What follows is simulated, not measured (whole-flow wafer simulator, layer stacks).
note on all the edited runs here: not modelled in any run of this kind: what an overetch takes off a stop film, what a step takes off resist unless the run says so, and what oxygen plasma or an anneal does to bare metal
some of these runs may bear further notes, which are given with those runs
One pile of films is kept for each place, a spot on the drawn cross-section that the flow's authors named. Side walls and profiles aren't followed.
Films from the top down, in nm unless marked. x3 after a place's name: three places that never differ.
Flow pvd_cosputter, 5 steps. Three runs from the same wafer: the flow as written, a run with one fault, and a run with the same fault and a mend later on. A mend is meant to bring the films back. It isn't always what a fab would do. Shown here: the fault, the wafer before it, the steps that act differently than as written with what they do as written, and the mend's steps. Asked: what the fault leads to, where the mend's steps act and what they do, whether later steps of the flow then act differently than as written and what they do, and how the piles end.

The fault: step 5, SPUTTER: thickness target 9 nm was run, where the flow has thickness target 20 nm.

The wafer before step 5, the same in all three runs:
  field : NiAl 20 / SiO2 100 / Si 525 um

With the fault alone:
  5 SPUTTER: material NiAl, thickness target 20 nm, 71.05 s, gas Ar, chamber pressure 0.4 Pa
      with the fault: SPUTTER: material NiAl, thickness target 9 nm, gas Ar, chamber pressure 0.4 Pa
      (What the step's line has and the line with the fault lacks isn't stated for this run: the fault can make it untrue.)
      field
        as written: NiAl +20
        with the fault: NiAl +9
  No later step of the flow acts differently than as written at any place that is followed.
  At the end the piles differ from the flow's by more than 2% or 0.5 nm, whichever is larger, at field.
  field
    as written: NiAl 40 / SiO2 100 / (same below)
    with the fault: NiAl 29 / SiO2 100 / (same below)

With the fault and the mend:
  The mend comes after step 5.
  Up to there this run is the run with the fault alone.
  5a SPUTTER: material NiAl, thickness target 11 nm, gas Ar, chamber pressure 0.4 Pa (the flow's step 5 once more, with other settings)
      field
        NiAl +11
  No later step of the flow acts differently than as written at any place that is followed.
  At the end the piles are the same as the flow's at every place that both follow.
